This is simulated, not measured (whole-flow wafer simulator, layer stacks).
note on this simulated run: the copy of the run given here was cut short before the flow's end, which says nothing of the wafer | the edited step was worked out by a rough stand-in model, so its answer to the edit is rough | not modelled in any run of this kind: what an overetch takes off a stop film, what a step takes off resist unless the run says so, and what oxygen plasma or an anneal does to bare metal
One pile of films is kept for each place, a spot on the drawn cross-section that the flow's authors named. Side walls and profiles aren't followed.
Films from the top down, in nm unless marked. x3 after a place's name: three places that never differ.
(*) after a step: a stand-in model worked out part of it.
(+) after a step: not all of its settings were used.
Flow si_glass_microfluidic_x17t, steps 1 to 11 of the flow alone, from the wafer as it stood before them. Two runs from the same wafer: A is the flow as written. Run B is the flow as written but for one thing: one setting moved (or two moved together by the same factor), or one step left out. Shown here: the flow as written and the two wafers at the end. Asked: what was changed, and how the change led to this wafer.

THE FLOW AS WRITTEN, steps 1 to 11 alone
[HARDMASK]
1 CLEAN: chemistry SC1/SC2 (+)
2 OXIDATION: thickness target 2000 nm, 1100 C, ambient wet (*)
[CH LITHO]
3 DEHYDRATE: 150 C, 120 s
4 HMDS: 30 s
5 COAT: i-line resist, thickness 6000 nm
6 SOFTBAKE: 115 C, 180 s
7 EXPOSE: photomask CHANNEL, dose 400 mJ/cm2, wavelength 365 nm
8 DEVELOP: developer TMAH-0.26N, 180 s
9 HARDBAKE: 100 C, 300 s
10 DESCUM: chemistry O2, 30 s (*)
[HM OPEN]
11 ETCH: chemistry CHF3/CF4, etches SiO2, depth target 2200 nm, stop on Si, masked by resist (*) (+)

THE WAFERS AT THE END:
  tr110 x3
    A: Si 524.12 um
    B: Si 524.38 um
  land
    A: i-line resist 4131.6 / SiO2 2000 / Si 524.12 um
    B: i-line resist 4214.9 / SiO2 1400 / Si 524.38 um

The cause: step 2, OXIDATION: thickness target 1400 nm was run, where the flow has thickness target 2000 nm.
It can be read off the wafer: land has SiO2 1400, and step 2 as written asks for 2000 nm.

How the change led to this, step by step:
  2 OXIDATION: thickness target 2000 nm, 1100 C, ambient wet (*)
      land, tr110 x3: A SiO2 +2000 (new film), chemical SiO2 -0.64 (all of it), Si -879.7 | B SiO2 +1400 (new film), chemical SiO2 -0.64 (all of it), Si -615.7
  11 ETCH: chemistry CHF3/CF4, etches SiO2, depth target 2200 nm, stop on Si, masked by resist (*) (+)
      tr110 x3: A SiO2 -2000 (all of it) | B SiO2 -1400 (all of it)
      land: A i-line resist -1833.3 | B i-line resist -1750
